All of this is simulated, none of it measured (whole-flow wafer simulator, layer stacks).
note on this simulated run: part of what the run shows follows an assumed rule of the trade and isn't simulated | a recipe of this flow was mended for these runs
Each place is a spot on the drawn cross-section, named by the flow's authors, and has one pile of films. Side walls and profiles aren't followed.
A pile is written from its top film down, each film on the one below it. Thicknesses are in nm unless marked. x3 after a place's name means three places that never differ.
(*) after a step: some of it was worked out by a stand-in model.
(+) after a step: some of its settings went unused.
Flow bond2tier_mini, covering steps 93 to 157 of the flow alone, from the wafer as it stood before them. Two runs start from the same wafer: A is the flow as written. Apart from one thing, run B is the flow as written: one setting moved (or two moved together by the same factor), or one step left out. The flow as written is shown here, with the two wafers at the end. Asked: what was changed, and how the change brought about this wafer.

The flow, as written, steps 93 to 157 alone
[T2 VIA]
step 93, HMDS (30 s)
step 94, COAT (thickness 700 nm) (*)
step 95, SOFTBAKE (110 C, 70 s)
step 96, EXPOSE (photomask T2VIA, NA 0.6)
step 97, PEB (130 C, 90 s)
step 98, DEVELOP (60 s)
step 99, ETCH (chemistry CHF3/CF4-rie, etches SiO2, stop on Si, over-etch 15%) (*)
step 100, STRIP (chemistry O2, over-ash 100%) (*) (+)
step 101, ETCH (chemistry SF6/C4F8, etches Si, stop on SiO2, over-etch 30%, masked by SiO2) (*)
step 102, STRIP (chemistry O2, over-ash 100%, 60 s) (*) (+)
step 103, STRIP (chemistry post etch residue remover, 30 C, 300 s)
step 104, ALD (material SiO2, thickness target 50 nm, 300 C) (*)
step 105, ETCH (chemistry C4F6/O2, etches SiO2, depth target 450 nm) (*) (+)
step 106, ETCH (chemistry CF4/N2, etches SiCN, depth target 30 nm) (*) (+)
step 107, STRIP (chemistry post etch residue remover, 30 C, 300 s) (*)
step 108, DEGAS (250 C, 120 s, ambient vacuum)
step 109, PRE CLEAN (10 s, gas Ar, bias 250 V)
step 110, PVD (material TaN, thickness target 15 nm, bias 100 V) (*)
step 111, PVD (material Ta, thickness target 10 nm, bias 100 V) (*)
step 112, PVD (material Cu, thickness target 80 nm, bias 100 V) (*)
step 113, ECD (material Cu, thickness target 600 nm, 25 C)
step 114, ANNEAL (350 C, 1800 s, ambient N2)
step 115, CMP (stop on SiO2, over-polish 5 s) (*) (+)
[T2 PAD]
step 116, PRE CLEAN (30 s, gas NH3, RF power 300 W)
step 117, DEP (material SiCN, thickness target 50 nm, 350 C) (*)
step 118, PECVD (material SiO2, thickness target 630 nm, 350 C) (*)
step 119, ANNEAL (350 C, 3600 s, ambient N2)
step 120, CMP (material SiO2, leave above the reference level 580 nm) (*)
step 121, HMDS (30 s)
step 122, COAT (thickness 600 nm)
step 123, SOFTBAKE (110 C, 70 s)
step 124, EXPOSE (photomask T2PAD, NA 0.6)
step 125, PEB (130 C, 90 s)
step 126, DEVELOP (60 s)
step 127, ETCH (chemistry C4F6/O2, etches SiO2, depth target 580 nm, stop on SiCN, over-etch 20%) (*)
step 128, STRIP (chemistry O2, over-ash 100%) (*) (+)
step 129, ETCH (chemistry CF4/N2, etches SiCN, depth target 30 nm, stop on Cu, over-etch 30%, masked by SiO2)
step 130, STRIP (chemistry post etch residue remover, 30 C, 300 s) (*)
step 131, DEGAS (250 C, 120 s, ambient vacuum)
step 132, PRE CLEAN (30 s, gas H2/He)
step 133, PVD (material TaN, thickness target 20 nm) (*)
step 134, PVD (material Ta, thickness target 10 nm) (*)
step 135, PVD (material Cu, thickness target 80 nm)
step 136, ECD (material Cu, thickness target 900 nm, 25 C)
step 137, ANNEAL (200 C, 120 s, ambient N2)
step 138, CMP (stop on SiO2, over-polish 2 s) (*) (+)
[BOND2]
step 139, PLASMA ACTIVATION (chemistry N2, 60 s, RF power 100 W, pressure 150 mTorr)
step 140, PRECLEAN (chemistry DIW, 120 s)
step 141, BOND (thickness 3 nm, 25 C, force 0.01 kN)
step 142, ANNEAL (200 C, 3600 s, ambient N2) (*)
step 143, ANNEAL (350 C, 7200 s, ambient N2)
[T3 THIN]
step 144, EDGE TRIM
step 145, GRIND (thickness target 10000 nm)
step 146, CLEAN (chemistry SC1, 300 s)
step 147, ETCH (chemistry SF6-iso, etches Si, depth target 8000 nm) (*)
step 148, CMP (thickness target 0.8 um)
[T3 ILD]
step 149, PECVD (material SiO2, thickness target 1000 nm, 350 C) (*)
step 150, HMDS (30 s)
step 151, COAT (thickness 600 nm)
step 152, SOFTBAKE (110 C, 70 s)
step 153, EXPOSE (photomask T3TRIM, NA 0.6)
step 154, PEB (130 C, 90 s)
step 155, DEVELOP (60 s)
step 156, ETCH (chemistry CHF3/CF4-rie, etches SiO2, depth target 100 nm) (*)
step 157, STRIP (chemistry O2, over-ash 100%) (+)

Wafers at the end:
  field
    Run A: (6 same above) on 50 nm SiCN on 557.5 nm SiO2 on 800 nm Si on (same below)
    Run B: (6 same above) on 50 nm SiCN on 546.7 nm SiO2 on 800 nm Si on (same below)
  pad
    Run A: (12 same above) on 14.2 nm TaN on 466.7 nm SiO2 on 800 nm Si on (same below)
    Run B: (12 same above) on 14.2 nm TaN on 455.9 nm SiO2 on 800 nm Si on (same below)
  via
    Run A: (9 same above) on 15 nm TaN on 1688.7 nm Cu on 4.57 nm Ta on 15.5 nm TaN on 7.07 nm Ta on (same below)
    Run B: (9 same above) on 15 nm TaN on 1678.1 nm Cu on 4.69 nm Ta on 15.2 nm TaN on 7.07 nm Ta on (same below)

What caused this: step 104, ALD: thickness target 39.2 nm was run, though the flow has thickness target 50 nm.

Step by step, how the change led to this:
  step 104, ALD (material SiO2, thickness target 50 nm, 300 C) (*)
      field, pad, via: A +50 SiO2 | B +39.2 SiO2
  step 105, ETCH (chemistry C4F6/O2, etches SiO2, depth target 450 nm) (*) (+)
      via: A -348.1 SiO2 (all of it), -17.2 SiCN | B -337.3 SiO2 (all of it), -19 SiCN
  step 106, ETCH (chemistry CF4/N2, etches SiCN, depth target 30 nm) (*) (+)
      via: A -17.6 SiCN (all of it), -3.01 TaN | B -15.8 SiCN (all of it), -3.46 TaN
  step 112, PVD (material Cu, thickness target 80 nm, bias 100 V) (*)
      via: A +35 Cu (new film) | B +36 Cu (new film)
